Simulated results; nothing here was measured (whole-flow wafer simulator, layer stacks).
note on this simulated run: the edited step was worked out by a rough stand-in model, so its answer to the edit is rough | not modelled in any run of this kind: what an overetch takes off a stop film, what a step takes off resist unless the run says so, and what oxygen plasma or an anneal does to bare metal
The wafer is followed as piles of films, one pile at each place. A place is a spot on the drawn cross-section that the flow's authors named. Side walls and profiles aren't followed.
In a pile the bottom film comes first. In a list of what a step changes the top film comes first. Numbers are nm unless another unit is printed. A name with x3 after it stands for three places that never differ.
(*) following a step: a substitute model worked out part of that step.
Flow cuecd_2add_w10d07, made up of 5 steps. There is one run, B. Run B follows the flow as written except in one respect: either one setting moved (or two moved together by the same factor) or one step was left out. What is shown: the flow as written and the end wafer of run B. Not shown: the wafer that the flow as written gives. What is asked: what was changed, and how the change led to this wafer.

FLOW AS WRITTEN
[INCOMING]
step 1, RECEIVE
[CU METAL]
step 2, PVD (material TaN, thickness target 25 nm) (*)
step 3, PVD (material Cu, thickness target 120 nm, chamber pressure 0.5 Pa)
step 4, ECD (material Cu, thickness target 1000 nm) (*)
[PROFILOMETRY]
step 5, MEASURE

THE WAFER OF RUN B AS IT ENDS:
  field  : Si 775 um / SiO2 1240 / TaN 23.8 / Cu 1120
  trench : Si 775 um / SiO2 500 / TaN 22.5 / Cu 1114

The reason: step 2, PVD: thickness target 23.8 nm was run, whereas the flow has thickness target 25 nm.
One can read it off the wafer: field has TaN 23.8, and step 2 as written asks for 25 nm.

How this came from the change, step by step:
  step 2, PVD (material TaN, thickness target 25 nm) (*)
      field: TaN gains 23.8 (new film) (as written it would have been: TaN gains 25 (new film))
      trench: TaN gains 22.5 (new film) (as written it would have been: TaN gains 23.7 (new film))
